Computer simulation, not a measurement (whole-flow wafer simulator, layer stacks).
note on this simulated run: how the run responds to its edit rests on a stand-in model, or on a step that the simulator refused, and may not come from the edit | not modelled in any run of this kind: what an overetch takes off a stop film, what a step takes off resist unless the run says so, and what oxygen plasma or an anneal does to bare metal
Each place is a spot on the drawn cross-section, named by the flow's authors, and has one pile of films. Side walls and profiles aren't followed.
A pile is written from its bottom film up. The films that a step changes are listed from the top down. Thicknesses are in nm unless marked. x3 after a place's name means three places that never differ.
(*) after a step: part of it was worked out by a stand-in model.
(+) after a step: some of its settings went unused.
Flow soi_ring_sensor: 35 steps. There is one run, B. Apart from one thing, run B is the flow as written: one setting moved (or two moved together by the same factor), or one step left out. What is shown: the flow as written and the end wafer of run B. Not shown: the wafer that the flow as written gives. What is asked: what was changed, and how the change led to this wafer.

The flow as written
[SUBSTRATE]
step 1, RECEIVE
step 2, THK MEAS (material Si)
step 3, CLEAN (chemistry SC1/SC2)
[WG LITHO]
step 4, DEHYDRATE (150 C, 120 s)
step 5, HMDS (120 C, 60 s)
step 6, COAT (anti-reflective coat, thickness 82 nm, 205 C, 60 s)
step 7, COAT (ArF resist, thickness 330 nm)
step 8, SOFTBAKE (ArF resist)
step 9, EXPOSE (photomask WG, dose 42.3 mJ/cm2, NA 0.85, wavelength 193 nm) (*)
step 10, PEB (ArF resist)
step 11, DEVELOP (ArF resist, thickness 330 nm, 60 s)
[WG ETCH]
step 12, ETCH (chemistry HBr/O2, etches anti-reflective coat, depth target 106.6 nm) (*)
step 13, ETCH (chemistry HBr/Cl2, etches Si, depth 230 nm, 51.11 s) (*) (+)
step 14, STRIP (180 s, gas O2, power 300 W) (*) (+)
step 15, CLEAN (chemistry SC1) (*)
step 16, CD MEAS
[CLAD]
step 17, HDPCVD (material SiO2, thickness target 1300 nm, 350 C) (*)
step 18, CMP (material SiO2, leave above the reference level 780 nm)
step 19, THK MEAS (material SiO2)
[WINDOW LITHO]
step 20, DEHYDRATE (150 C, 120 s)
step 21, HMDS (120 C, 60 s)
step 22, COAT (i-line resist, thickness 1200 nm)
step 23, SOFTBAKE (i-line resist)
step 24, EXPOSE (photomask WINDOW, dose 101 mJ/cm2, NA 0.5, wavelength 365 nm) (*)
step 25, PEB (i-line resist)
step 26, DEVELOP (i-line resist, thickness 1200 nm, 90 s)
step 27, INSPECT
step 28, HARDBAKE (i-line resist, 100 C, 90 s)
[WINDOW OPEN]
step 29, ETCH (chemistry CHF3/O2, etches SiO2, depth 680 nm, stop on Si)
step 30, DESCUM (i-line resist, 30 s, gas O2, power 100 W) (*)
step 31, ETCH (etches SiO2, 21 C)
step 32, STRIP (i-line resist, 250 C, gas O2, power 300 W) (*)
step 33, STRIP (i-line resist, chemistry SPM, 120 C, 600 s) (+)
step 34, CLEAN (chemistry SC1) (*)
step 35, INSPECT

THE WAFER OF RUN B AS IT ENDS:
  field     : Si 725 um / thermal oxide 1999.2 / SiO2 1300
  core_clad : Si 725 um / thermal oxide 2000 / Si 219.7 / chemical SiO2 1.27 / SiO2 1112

The reason: step 18, CMP: leave above the reference level 1112 nm was run, though the flow has leave above the reference level 780 nm.
The wafer itself shows it: core_clad has SiO2 1112, and step 18 as written asks for 780 nm.

Step by step, how the change led to this:
  step 18, CMP (material SiO2, leave above the reference level 780 nm)
      gap, window, field, gap_clad: nothing (it would be, as written: -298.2 SiO2)
      core, core_clad: -188 SiO2 (it would be, as written: -520 SiO2)
  step 22, COAT (i-line resist, thickness 1200 nm)
      core, core_clad: +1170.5 i-line resist (new film) (it would be, as written: +1200 i-line resist (new film))
  step 25, PEB (i-line resist)
      core, core_clad: -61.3 i-line resist (it would be, as written: -62.8 i-line resist)
  step 26, DEVELOP (i-line resist, thickness 1200 nm, 90 s)
      core: -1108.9 i-line resist (all of it) (it would be, as written: -1137.2 i-line resist (all of it))
  step 31, ETCH (etches SiO2, 21 C)
      core: -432 SiO2 (all of it), -1.27 chemical SiO2 (all of it) (it would be, as written: -100 SiO2 (all of it), -1.27 chemical SiO2 (all of it))
  step 32, STRIP (i-line resist, 250 C, gas O2, power 300 W) (*)
      core_clad: -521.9 i-line resist (all of it) (it would be, as written: -550.1 i-line resist (all of it))
